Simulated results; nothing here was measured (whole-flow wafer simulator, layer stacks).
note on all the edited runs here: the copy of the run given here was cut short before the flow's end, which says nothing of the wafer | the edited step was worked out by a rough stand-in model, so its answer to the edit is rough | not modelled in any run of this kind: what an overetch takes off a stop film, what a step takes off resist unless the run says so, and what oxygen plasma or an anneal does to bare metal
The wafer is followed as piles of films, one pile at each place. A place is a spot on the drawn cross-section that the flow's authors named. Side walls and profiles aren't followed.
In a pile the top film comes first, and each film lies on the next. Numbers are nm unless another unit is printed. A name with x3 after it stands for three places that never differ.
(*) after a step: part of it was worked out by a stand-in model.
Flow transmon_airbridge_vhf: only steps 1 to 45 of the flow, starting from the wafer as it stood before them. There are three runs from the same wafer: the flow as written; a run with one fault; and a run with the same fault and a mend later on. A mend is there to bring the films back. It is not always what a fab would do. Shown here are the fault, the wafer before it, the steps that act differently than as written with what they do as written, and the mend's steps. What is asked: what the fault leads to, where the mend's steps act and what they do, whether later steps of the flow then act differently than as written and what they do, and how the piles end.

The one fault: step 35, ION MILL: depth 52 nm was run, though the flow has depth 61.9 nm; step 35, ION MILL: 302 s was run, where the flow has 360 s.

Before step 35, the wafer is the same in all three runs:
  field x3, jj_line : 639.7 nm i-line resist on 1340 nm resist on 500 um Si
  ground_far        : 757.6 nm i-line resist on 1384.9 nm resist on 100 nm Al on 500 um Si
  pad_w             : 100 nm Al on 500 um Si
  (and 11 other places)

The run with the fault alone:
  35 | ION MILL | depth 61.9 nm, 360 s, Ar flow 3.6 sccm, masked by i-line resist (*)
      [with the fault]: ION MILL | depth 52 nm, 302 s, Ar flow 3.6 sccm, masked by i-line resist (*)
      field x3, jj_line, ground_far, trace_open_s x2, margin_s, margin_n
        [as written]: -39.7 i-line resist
        [with the fault]: -33.3 i-line resist
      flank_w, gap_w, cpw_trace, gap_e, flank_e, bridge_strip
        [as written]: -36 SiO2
        [with the fault]: -30.2 SiO2
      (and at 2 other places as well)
  None of the later steps of the flow differs from how it acts as written, at any place that is followed, by more than 2% or 0.5 nm, whichever is larger.
  At the end the piles are close to the flow's at the places that both follow, differing by at most 2% or 0.5 nm, whichever is larger.

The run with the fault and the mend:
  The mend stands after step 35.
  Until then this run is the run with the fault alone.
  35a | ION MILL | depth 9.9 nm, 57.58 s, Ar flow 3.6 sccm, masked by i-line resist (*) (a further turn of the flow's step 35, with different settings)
      field x3, jj_line, ground_far, trace_open_s x2, margin_s, margin_n
        -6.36 i-line resist
      flank_w, gap_w, cpw_trace, gap_e, flank_e, bridge_strip
        -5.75 SiO2
      pad_w, pad_e
        -9.9 Al
  None of the later steps of the flow differs from how it acts as written, at any place that is followed, by more than 2% or 0.5 nm, whichever is larger.
  At the end the piles are close to the flow's at the places that both follow, differing by at most 2% or 0.5 nm, whichever is larger.
